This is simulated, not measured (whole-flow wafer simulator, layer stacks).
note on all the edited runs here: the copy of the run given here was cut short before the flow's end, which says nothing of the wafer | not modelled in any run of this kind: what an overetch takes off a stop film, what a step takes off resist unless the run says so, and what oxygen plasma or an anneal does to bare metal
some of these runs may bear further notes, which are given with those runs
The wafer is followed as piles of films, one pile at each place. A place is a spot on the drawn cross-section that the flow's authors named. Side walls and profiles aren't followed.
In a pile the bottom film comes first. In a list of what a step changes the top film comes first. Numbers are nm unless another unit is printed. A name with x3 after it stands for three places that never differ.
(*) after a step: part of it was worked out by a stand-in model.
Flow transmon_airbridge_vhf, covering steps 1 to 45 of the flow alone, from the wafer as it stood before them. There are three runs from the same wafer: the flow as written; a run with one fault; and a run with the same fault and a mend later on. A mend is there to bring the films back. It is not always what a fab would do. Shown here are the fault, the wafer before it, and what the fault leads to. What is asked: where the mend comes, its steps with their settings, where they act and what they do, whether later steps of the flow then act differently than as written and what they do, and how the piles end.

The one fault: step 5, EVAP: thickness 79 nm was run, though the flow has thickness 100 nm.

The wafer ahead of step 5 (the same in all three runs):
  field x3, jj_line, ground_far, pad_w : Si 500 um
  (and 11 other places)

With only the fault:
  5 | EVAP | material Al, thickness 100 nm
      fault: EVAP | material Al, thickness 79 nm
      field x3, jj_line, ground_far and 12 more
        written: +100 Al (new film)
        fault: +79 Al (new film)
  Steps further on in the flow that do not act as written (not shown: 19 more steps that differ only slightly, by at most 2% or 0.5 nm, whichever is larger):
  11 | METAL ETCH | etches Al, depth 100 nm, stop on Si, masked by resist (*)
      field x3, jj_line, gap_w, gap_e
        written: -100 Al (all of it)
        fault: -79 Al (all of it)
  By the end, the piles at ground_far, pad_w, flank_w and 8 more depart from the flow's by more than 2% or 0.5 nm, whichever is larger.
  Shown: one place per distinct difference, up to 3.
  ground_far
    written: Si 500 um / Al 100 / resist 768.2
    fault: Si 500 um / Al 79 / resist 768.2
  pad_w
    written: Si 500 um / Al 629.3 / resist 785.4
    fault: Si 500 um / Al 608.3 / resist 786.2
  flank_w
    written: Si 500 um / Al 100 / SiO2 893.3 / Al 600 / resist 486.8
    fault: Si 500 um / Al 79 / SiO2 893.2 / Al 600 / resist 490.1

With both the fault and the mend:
  After step 5 comes the mend.
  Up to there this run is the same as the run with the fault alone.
  5a | EVAP | material Al, thickness 21 nm (a further turn of the flow's step 5, with different settings)
      field x3, jj_line, ground_far and 12 more
        +21 Al
  None of the later steps of the flow acts differently than as written at any place that is followed.
  The piles end the same as the flow's at every place that both follow.
